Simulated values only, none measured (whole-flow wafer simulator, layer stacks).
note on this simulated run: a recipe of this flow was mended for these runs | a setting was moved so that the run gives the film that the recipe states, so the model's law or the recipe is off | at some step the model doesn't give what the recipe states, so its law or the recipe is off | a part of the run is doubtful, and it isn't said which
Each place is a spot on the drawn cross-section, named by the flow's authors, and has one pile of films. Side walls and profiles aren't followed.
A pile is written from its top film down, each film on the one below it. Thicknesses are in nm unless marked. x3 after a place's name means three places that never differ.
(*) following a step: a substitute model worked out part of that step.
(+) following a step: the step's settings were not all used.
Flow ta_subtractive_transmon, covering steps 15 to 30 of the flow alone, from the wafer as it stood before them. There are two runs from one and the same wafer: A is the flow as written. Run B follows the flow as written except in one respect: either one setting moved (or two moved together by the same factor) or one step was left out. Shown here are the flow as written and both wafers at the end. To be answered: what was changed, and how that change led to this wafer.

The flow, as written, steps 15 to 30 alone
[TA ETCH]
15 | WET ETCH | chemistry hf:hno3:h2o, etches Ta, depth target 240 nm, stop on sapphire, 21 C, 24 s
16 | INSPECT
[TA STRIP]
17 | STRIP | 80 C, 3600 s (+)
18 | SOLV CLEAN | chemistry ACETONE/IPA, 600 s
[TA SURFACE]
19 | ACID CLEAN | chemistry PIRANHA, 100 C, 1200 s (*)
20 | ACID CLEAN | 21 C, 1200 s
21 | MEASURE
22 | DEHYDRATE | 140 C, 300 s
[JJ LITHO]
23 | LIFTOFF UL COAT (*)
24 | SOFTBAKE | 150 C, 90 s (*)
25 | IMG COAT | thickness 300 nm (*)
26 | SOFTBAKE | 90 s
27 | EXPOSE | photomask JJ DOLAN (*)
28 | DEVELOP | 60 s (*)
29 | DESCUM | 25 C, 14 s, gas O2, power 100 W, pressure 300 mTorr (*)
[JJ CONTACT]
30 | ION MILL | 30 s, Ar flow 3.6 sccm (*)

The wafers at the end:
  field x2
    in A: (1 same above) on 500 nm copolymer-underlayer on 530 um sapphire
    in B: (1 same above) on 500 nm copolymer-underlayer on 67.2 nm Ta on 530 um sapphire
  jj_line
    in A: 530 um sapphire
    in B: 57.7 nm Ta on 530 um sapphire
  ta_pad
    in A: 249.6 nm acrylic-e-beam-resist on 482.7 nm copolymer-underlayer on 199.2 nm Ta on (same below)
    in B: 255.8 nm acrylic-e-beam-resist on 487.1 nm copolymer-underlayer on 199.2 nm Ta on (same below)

The reason: step 15, WET ETCH: depth target 132 nm was run, while the flow as written has depth target 240 nm; step 15, WET ETCH: 13.2 s was run, where the flow has 24 s.

The path from the change to this, step by step:
  15 | WET ETCH | chemistry hf:hno3:h2o, etches Ta, depth target 240 nm, stop on sapphire, 21 C, 24 s
      field x2, jj_line, lead: A Ta loses 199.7 (all of it) | B Ta loses 132
  23 | LIFTOFF UL COAT (*)
      lead: A copolymer-underlayer gains 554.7 (new film) | B copolymer-underlayer gains 537.1 (new film)
      ta_contact: A copolymer-underlayer gains 443.9 (new film) | B copolymer-underlayer gains 461.7 (new film)
  25 | IMG COAT | thickness 300 nm (*)
      ta_pad: A acrylic-e-beam-resist gains 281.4 (new film) | B acrylic-e-beam-resist gains 287.5 (new film)
  28 | DEVELOP | 60 s (*)
      lead: A acrylic-e-beam-resist loses 312.5 (all of it), copolymer-underlayer loses 554.7 (all of it) | B acrylic-e-beam-resist loses 308.3 (all of it), copolymer-underlayer loses 537.1 (all of it)
      ta_contact: A acrylic-e-beam-resist loses 287.5 (all of it), copolymer-underlayer loses 443.9 (all of it) | B acrylic-e-beam-resist loses 291.8 (all of it), copolymer-underlayer loses 461.7 (all of it)
  30 | ION MILL | 30 s, Ar flow 3.6 sccm (*)
      jj_line, lead: A sapphire loses 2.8 | B Ta loses 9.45
With metal films that touch counted as one body, field x2 has 1 body; the flow as written gives 0 bodies.
With metal films that touch counted as one body, jj_line has 1 body; the flow as written gives 0 bodies.
